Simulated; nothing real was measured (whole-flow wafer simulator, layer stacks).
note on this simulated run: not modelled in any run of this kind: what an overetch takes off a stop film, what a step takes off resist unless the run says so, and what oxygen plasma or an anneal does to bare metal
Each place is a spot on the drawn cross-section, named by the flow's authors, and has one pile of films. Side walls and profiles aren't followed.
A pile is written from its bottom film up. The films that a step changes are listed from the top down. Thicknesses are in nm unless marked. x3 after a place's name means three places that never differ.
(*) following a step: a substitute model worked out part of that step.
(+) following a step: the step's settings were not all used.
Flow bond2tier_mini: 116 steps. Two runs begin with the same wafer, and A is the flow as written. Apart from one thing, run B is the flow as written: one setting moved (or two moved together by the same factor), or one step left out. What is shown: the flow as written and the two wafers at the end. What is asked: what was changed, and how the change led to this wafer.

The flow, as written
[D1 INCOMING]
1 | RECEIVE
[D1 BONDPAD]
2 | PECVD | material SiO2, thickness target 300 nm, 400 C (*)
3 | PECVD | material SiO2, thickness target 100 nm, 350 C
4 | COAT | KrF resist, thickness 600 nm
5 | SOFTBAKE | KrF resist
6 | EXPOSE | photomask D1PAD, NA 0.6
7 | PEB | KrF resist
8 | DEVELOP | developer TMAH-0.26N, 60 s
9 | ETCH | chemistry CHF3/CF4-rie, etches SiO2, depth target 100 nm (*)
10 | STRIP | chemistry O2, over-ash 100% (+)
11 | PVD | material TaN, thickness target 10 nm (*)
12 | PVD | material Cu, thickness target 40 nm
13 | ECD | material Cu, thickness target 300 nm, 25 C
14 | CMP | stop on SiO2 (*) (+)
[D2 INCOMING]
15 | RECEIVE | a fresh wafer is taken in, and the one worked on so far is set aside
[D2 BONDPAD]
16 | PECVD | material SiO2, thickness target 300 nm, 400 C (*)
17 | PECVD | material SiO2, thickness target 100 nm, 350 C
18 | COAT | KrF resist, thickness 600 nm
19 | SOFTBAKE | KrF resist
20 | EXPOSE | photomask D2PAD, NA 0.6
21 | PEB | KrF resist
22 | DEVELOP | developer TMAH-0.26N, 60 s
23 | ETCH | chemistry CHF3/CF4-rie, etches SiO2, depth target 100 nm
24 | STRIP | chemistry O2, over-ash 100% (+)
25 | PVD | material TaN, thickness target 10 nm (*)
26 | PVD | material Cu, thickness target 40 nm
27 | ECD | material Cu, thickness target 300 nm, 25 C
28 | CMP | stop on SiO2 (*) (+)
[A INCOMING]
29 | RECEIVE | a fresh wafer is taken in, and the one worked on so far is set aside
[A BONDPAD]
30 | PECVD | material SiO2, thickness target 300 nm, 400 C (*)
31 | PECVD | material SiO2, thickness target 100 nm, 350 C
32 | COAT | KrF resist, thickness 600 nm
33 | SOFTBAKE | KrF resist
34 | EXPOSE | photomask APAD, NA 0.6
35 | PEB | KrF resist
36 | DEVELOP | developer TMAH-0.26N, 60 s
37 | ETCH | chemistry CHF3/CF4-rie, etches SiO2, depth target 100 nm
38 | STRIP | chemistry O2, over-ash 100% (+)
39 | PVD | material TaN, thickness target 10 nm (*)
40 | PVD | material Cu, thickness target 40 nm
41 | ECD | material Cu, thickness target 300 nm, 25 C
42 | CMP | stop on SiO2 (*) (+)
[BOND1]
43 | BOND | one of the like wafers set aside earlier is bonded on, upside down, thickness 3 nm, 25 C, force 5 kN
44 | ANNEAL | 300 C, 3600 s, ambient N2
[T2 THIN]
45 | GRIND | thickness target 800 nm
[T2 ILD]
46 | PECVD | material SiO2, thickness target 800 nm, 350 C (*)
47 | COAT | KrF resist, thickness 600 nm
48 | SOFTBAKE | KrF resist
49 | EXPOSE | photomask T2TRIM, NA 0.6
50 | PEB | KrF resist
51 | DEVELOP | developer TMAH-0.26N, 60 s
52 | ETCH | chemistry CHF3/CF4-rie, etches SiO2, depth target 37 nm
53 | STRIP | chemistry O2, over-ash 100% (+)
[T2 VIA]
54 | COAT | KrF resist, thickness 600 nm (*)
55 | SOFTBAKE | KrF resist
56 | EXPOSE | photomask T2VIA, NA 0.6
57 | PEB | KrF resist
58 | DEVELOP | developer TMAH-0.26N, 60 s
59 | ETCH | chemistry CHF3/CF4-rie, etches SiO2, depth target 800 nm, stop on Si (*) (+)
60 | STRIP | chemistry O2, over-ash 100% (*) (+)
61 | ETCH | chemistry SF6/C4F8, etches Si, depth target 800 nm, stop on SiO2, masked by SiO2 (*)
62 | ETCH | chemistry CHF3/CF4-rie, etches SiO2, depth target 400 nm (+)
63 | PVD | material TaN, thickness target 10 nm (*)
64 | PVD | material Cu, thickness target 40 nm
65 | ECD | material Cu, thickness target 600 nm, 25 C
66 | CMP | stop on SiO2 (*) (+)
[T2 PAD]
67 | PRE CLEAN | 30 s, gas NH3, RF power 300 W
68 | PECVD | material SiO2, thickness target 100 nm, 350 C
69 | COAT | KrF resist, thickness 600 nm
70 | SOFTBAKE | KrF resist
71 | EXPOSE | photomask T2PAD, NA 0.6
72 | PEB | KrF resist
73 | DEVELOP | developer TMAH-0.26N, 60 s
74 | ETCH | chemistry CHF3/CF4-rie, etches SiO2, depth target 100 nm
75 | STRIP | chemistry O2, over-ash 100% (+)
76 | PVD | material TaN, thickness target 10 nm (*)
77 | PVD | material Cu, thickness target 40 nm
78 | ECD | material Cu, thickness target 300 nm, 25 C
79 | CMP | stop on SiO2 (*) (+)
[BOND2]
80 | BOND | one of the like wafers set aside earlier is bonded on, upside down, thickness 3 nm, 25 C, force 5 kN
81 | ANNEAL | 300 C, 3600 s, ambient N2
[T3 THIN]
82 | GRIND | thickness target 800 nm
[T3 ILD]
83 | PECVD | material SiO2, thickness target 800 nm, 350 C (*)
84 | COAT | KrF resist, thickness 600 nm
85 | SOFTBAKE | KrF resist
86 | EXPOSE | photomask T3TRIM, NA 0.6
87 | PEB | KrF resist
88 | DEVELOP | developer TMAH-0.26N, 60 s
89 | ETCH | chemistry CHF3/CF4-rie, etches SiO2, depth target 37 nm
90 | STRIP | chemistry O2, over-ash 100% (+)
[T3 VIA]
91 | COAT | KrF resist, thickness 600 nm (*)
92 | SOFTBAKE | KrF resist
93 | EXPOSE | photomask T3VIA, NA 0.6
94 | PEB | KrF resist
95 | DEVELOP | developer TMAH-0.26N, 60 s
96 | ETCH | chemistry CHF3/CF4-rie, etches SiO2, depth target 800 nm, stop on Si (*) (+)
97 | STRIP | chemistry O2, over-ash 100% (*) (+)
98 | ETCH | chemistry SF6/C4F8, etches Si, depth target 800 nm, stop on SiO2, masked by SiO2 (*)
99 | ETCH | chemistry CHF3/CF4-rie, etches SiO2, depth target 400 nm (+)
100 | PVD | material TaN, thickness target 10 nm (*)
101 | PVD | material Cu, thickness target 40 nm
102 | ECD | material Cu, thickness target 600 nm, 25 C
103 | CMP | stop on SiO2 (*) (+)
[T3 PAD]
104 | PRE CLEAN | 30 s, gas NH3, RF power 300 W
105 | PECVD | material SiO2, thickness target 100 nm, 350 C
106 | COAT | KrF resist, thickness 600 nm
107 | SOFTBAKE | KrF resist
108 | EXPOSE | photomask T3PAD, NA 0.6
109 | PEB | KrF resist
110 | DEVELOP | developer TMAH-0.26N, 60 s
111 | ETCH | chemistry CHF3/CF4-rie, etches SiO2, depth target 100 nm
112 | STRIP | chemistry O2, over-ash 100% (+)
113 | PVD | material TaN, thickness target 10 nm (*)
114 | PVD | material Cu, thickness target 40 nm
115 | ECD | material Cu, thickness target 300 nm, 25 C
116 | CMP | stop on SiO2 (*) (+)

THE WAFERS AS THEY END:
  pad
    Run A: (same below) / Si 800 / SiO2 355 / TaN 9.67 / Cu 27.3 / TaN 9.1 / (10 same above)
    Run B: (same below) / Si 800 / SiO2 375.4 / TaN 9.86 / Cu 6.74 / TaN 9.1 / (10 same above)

What caused this: step 52, ETCH: depth target 16.6 nm was run, whereas the flow has depth target 37 nm.

The path from the change to this, step by step:
  52 | ETCH | chemistry CHF3/CF4-rie, etches SiO2, depth target 37 nm
      pad, via: A -37 SiO2 | B -16.6 SiO2
      field: A -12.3 KrF resist | B -5.53 KrF resist
  59 | ETCH | chemistry CHF3/CF4-rie, etches SiO2, depth target 800 nm, stop on Si (*) (+)
      via: A -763 SiO2 (all of it) | B -783.4 SiO2 (all of it)
  60 | STRIP | chemistry O2, over-ash 100% (*) (+)
      field: A -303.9 KrF resist (all of it) | B -312.6 KrF resist (all of it)
      pad: A -336 KrF resist (all of it) | B -326.9 KrF resist (all of it)
  65 | ECD | material Cu, thickness target 600 nm, 25 C
      pad: A +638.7 Cu | B +617.3 Cu
